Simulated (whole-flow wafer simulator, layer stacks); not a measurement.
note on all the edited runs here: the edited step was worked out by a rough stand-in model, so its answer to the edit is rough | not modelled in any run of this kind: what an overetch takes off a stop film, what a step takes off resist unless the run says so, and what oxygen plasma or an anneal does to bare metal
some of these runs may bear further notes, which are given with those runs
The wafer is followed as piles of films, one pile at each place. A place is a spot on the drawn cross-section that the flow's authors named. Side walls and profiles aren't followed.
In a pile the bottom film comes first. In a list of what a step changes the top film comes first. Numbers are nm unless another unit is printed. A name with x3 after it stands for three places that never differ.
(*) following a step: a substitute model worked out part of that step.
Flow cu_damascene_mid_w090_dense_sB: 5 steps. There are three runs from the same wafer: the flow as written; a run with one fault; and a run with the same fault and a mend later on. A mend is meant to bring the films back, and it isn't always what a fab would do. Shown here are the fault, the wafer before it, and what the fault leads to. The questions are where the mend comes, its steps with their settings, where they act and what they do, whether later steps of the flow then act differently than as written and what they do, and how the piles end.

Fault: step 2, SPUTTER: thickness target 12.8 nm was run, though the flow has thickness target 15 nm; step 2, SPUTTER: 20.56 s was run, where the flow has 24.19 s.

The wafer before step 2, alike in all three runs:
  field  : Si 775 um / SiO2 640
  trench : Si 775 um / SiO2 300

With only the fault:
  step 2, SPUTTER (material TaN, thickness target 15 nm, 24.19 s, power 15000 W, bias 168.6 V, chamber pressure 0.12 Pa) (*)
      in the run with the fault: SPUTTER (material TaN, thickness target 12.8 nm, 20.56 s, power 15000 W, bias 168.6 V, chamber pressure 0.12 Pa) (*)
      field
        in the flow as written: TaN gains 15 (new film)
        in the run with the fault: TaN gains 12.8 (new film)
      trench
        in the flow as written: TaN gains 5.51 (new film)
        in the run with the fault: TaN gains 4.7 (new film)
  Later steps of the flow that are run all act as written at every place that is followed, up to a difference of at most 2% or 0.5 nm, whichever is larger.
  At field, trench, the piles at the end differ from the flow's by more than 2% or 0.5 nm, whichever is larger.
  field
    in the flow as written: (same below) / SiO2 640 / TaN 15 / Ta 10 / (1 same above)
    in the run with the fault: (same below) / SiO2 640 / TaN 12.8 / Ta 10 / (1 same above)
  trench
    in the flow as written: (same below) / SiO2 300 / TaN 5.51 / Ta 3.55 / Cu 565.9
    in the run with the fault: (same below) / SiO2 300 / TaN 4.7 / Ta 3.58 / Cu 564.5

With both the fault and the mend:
  After step 2 comes the mend.
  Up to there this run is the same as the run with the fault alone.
  step 2a, SPUTTER (material TaN, thickness target 2.2 nm, 3.548 s, power 15000 W, bias 168.6 V, chamber pressure 0.12 Pa) (*) (the flow's step 2, run once more with other settings)
      field
        TaN gains 2.2
      trench
        TaN gains 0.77
  Later steps of the flow that are run all act as written at every place that is followed.
  When the end is reached, the piles differ only a little from the flow's at the places that both follow, at most by 2% or 0.5 nm, whichever is larger.
